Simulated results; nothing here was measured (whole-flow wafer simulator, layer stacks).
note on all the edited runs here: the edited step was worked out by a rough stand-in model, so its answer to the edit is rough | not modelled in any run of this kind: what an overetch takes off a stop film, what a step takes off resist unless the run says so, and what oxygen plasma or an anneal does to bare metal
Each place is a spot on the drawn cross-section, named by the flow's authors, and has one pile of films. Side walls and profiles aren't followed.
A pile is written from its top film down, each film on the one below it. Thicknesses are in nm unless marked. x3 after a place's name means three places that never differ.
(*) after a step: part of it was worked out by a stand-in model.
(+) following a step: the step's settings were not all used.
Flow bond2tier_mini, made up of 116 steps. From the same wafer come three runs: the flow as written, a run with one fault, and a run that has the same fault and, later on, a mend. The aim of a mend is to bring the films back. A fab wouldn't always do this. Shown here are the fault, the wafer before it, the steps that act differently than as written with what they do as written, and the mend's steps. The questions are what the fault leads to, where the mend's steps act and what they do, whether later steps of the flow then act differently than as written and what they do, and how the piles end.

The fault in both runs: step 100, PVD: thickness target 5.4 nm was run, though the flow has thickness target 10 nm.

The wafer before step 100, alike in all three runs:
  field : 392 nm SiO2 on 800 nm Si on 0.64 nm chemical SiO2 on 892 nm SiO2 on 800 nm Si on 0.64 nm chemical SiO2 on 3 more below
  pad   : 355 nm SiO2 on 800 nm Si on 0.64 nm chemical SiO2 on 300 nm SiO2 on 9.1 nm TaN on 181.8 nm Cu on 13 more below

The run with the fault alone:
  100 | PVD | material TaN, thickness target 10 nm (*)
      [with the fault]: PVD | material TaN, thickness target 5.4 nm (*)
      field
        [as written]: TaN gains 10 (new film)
        [with the fault]: TaN gains 5.4 (new film)
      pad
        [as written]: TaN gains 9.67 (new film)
        [with the fault]: TaN gains 5.22 (new film)
  Steps further on in the flow that do not act as written (1 more step, not shown, differs only slightly: by at most 2% or 0.5 nm, whichever is larger):
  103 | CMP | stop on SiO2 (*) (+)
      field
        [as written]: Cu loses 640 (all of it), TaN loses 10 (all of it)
        [with the fault]: Cu loses 640 (all of it), TaN loses 5.4 (all of it)
  The piles end different from the flow's at pad by more than 2% or 0.5 nm, whichever is larger.
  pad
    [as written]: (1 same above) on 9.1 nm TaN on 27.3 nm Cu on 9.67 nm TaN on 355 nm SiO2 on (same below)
    [with the fault]: (1 same above) on 9.1 nm TaN on 31.8 nm Cu on 5.22 nm TaN on 355 nm SiO2 on (same below)

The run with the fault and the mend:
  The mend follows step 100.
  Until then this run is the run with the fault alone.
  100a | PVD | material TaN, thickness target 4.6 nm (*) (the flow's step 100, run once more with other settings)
      field
        TaN gains 4.6
      pad
        TaN gains 4.44
  Later steps of the flow that are run all act as written at every place that is followed.
  The piles end only slightly different from the flow's at the places that both follow, by no more than 2% or 0.5 nm, whichever is larger.
